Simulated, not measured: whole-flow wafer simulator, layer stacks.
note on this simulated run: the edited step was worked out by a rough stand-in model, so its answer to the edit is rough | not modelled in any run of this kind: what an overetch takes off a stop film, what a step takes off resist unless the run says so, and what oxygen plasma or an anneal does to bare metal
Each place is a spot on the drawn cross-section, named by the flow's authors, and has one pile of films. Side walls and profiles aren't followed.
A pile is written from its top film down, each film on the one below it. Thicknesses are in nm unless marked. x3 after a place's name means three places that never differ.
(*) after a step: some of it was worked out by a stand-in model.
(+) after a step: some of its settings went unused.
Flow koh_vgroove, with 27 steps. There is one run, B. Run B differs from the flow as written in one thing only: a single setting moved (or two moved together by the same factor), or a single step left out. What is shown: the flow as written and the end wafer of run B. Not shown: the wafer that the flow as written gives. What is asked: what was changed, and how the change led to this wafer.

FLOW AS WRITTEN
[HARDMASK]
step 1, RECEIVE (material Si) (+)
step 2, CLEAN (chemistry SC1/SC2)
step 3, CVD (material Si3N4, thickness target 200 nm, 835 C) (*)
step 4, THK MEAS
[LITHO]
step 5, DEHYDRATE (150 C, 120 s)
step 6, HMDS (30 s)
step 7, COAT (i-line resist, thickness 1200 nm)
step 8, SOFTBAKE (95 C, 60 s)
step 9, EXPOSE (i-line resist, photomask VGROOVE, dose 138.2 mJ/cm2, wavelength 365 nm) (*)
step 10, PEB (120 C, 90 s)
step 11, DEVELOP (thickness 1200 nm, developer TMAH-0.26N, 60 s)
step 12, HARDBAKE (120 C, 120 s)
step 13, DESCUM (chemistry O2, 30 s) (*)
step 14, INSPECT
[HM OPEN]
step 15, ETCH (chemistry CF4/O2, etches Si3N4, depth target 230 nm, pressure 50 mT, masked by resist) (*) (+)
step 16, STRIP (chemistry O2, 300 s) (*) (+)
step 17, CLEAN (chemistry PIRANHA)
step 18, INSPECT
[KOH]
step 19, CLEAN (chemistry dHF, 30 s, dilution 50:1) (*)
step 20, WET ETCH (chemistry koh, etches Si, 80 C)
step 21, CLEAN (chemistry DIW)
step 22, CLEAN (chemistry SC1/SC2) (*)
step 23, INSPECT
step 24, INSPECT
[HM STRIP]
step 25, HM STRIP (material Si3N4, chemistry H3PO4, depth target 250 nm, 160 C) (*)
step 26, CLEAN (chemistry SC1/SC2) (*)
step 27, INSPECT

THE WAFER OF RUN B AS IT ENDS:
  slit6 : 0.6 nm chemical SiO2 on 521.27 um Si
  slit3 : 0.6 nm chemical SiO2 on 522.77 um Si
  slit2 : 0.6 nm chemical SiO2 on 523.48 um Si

Cause: step 15, ETCH: depth target 206.1 nm was run, whereas the flow has depth target 230 nm.

Step by step, how the change led to this:
  step 15, ETCH (chemistry CF4/O2, etches Si3N4, depth target 230 nm, pressure 50 mT, masked by resist) (*) (+)
      slit3, slit2, slit6, slit20: -200 Si3N4 (all of it), -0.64 chemical SiO2 (all of it), -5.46 Si (in the flow as written it would be: -200 Si3N4 (all of it), -0.64 chemical SiO2 (all of it), -29.4 Si)
      field: -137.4 i-line resist (in the flow as written it would be: -153.3 i-line resist)
